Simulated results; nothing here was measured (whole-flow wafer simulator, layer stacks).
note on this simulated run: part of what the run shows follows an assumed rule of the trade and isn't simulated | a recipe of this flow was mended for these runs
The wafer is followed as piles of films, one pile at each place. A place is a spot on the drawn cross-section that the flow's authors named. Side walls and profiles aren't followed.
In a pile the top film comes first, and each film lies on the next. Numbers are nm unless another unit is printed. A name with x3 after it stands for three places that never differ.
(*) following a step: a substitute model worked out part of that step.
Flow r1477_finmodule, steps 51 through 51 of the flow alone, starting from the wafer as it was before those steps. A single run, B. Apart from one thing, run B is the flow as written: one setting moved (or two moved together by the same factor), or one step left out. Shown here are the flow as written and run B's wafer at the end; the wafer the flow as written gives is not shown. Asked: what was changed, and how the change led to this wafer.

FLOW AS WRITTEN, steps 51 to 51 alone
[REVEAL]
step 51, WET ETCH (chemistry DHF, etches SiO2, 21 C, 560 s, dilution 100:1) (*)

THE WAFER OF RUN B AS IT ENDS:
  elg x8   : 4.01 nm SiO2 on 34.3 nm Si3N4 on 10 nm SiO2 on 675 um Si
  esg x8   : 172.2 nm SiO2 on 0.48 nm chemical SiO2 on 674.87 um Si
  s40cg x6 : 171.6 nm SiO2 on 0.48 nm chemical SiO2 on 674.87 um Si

What caused this: step 51, WET ETCH: 364 s was run, whereas the flow has 560 s.

The path from the change to this, step by step:
  step 51, WET ETCH (chemistry DHF, etches SiO2, 21 C, 560 s, dilution 100:1) (*)
      elg x8: -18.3 SiO2 (it would be, as written: -22.3 SiO2 (all of it), -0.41 Si3N4)
      esg x8, s40cg x6, s40sg x6: -18.3 SiO2 (it would be, as written: -28.1 SiO2)
      (and at 8 other places as well)
